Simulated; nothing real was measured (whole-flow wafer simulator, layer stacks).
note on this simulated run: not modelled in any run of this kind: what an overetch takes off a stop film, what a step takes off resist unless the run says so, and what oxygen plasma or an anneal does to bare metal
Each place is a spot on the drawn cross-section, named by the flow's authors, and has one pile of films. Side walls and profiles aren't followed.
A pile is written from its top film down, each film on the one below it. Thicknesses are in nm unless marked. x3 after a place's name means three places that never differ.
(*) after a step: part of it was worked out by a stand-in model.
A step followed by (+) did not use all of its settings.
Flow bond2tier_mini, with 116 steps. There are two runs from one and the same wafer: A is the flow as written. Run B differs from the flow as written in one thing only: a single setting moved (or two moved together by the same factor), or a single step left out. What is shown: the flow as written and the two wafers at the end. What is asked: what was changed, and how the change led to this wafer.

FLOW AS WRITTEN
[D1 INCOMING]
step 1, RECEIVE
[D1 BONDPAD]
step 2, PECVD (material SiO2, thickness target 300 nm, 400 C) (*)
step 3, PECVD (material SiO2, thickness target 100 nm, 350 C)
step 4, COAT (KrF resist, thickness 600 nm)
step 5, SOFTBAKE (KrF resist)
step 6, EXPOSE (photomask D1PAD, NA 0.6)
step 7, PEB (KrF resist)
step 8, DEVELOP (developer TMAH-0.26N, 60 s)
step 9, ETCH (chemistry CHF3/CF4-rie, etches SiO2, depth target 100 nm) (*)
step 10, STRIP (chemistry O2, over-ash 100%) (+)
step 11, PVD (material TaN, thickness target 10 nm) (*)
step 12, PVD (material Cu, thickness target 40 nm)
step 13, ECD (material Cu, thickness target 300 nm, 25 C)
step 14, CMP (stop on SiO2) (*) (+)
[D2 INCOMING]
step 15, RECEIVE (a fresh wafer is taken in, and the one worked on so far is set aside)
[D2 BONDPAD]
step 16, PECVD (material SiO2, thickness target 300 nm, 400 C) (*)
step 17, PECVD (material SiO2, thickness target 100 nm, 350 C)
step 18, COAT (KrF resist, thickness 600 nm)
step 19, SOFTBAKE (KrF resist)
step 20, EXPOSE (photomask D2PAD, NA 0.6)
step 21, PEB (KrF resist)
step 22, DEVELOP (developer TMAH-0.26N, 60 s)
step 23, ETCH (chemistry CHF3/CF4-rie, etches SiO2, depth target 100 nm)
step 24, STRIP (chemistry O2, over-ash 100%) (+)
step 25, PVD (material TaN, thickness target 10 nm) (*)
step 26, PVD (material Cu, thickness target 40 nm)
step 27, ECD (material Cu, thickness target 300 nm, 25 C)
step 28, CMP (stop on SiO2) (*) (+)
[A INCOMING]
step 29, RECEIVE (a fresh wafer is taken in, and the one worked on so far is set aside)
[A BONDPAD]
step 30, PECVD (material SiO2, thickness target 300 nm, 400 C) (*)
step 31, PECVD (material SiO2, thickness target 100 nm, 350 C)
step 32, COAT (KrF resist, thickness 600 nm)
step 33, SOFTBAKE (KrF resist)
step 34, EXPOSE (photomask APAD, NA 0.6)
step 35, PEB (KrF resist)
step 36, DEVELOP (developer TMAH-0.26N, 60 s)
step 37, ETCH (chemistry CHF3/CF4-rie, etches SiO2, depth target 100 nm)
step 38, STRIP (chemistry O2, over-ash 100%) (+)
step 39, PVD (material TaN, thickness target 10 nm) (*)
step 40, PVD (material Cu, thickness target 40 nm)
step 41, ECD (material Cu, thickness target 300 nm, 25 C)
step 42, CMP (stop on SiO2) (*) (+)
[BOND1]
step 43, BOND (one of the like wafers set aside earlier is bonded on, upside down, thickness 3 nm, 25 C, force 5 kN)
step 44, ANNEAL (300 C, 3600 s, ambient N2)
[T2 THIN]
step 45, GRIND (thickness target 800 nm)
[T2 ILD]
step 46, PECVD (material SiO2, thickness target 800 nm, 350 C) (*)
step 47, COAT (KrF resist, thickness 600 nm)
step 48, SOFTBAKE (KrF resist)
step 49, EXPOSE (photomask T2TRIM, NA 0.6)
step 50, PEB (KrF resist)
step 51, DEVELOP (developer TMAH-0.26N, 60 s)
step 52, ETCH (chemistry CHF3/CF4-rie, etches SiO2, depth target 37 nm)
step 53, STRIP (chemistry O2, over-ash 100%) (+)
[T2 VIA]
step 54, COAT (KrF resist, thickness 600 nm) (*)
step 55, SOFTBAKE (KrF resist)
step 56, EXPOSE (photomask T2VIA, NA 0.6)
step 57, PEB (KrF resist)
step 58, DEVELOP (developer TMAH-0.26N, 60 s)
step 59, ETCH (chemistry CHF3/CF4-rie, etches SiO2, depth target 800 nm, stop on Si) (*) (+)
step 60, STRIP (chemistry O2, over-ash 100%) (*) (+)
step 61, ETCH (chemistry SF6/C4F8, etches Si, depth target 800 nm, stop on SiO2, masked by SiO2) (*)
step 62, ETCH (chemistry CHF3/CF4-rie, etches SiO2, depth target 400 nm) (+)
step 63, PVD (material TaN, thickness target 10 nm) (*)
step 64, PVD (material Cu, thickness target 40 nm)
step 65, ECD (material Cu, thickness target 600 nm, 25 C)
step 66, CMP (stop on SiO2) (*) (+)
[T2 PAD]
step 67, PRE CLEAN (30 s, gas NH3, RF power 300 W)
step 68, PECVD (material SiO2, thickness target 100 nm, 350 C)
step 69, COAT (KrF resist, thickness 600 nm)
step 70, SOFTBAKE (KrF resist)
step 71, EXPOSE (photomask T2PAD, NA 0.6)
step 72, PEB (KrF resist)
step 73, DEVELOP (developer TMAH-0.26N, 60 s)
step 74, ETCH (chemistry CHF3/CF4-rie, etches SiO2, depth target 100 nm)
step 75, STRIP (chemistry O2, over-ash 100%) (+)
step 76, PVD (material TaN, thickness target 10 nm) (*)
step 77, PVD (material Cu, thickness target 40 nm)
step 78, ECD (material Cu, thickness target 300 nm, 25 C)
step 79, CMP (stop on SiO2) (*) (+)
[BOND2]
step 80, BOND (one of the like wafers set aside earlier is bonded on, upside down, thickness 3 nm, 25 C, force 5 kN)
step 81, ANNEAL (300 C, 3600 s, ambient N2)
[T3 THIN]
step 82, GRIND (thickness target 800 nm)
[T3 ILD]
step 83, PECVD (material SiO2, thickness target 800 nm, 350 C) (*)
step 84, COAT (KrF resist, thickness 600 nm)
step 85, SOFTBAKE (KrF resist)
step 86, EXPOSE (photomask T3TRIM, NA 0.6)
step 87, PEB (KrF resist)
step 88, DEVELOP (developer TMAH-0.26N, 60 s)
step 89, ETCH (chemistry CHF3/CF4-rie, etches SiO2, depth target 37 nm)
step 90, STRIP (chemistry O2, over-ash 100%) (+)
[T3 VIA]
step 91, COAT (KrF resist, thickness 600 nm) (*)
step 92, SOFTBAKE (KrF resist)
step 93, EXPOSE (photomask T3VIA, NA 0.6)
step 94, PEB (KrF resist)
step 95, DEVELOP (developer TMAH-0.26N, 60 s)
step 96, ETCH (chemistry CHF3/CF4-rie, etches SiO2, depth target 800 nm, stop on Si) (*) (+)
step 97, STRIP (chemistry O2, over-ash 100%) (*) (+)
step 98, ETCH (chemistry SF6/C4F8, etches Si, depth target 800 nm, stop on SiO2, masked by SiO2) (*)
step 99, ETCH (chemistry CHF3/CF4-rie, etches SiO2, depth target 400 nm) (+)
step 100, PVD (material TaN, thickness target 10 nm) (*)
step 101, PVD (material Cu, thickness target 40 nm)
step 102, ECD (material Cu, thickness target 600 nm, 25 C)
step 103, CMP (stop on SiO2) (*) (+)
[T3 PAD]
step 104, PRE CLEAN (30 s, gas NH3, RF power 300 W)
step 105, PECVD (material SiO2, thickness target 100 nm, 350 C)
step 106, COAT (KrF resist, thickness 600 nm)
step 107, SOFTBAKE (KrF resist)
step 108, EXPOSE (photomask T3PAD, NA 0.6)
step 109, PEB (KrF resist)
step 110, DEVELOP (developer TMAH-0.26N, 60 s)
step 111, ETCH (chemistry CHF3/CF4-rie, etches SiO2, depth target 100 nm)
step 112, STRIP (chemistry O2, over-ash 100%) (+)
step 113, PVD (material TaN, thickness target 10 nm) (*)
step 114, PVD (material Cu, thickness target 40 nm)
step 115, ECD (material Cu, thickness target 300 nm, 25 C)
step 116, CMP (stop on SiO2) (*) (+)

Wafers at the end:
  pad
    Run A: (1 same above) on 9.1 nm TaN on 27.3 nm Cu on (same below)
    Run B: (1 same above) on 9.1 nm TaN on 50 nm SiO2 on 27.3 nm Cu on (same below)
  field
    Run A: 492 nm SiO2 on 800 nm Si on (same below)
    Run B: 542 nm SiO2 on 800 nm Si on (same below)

What caused this: step 105, PECVD: thickness target 150 nm was run, though the flow has thickness target 100 nm.

The path from the change to this, step by step:
  step 105, PECVD (material SiO2, thickness target 100 nm, 350 C)
      field: A +100 SiO2 | B +150 SiO2
      pad: A +100 SiO2 (new film) | B +150 SiO2 (new film)
  step 111, ETCH (chemistry CHF3/CF4-rie, etches SiO2, depth target 100 nm)
      pad: A -100 SiO2 (all of it) | B -100 SiO2
Taking metal films that touch as one body, pad has 4 bodies (between them, from the top down: SiO2 50; SiO2 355 / Si 800 / chemical SiO2 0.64 / SiO2 300; SiO2 355 / Si 800 / chemical SiO2 0.64 / SiO2 300); the flow as written gives 3 bodies (between them, from the top down: SiO2 355 / Si 800 / chemical SiO2 0.64 / SiO2 300; SiO2 355 / Si 800 / chemical SiO2 0.64 / SiO2 300).
